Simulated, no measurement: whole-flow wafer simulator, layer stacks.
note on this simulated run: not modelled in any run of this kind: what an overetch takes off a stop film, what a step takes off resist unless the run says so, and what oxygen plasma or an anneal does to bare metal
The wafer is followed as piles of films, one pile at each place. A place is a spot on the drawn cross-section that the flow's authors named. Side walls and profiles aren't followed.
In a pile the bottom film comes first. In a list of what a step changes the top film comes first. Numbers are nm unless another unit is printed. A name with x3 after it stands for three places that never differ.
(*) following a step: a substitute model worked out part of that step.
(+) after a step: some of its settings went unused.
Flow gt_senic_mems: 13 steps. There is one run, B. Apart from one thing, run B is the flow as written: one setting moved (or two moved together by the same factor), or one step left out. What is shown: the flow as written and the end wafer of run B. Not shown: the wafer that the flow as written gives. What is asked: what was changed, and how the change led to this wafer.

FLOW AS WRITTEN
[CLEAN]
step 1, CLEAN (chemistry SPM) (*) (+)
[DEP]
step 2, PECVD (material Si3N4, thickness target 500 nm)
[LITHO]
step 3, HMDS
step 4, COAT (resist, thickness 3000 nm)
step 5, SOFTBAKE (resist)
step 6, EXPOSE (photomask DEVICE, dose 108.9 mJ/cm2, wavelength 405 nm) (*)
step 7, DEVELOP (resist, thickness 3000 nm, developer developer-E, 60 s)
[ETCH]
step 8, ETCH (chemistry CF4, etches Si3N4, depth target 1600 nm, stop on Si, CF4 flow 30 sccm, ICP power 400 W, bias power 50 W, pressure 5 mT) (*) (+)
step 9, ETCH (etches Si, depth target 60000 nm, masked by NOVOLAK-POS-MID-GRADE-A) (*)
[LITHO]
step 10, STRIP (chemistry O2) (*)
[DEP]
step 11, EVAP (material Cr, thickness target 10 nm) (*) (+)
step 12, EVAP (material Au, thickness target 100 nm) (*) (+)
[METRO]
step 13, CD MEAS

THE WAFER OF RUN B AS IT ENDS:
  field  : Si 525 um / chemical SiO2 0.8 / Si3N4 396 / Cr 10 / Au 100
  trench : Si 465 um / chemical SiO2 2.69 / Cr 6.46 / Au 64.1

What caused this: step 2, PECVD: thickness target 396 nm was run, though the flow has thickness target 500 nm.
The wafer lets one read it off: field has Si3N4 396, and step 2 as written asks for 500 nm.

How this came from the change, step by step:
  step 2, PECVD (material Si3N4, thickness target 500 nm)
      field, trench: +396 Si3N4 (new film) (as written it would have been: +500 Si3N4 (new film))
  step 8, ETCH (chemistry CF4, etches Si3N4, depth target 1600 nm, stop on Si, CF4 flow 30 sccm, ICP power 400 W, bias power 50 W, pressure 5 mT) (*) (+)
      field: -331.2 resist (as written it would have been: -400.5 resist)
      trench: -396 Si3N4 (all of it), -0.8 chemical SiO2 (all of it) (as written it would have been: -500 Si3N4 (all of it), -0.8 chemical SiO2 (all of it))
  step 10, STRIP (chemistry O2) (*)
      field: -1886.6 resist (all of it) (as written it would have been: -1817.3 resist (all of it))
